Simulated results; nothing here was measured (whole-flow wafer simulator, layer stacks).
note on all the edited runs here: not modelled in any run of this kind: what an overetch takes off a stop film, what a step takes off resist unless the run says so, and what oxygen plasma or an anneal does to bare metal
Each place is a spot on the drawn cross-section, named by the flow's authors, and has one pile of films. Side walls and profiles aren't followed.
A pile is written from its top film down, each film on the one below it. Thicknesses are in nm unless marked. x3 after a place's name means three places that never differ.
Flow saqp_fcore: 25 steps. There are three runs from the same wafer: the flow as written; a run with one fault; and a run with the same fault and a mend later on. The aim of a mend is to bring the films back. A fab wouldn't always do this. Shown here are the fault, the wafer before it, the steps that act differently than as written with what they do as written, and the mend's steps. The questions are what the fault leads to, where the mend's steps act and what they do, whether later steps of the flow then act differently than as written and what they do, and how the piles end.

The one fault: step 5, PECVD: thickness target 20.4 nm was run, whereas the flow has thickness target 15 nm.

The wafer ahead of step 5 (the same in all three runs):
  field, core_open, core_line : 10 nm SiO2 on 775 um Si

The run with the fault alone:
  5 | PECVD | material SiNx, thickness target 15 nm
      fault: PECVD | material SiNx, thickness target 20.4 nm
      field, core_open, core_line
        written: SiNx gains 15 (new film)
        fault: SiNx gains 20.4 (new film)
  None of the later steps of the flow acts differently than as written at any place that is followed.
  The piles end different from the flow's at field, core_open, core_line by more than 2% or 0.5 nm, whichever is larger.
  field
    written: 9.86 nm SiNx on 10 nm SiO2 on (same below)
    fault: 15.3 nm SiNx on 10 nm SiO2 on (same below)
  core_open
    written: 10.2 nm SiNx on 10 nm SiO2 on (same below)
    fault: 15.6 nm SiNx on 10 nm SiO2 on (same below)
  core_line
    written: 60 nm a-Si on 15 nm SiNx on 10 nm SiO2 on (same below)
    fault: 60 nm a-Si on 20.4 nm SiNx on 10 nm SiO2 on (same below)

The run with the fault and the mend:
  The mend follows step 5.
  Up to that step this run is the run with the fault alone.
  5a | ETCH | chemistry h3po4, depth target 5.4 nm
      field, core_open, core_line
        SiNx loses 5.4
  None of the later steps of the flow acts differently than as written at any place that is followed.
  By the end, the piles equal the flow's at every place that both follow.
